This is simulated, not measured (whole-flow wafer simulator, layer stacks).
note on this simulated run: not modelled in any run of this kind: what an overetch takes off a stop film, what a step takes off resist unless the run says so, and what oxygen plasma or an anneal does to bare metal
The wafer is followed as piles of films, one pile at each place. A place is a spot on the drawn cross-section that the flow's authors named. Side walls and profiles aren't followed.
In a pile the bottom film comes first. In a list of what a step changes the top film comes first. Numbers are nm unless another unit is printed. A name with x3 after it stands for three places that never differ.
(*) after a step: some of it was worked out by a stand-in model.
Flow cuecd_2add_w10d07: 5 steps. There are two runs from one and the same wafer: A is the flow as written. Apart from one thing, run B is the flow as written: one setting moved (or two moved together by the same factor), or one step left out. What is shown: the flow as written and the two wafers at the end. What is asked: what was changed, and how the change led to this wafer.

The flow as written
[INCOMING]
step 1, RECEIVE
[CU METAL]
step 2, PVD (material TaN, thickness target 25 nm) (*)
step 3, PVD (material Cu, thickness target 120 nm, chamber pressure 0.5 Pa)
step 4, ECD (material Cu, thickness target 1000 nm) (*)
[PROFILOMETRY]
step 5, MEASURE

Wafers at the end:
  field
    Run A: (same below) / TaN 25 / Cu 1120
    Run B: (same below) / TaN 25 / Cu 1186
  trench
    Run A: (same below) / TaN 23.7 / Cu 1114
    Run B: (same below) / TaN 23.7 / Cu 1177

What caused this: step 3, PVD: thickness target 186 nm was run, though the flow has thickness target 120 nm.

How this came from the change, step by step:
  step 3, PVD (material Cu, thickness target 120 nm, chamber pressure 0.5 Pa)
      field: A +120 Cu (new film) | B +186 Cu (new film)
      trench: A +114 Cu (new film) | B +177 Cu (new film)
